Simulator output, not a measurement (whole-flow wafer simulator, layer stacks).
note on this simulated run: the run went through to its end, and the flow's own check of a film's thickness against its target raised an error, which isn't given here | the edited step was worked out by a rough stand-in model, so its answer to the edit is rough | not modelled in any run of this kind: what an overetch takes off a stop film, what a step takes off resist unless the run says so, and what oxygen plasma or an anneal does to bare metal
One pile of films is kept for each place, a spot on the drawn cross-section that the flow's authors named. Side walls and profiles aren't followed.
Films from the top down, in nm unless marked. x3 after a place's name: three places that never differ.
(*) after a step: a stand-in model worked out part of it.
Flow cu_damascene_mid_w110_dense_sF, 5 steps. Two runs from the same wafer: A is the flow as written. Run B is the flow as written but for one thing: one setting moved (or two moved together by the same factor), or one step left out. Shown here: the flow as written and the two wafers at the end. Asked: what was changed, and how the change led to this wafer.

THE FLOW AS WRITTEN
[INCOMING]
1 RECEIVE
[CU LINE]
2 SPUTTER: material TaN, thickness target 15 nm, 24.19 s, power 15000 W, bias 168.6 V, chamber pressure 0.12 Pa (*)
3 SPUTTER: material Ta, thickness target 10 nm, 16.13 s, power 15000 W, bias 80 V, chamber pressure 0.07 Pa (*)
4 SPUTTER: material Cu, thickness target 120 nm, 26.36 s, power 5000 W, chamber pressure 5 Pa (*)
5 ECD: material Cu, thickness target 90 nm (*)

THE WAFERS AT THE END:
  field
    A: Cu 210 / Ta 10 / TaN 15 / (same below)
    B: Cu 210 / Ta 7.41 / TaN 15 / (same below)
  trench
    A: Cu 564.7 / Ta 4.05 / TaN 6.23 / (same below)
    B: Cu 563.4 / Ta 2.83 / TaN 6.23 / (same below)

The cause: step 3, SPUTTER: power 11120 W was run, where the flow has power 15000 W.

How the change led to this, step by step:
  3 SPUTTER: material Ta, thickness target 10 nm, 16.13 s, power 15000 W, bias 80 V, chamber pressure 0.07 Pa (*)
      field: A Ta +10 (new film) | B Ta +7.41 (new film)
      trench: A Ta +4.05 (new film) | B Ta +2.83 (new film)
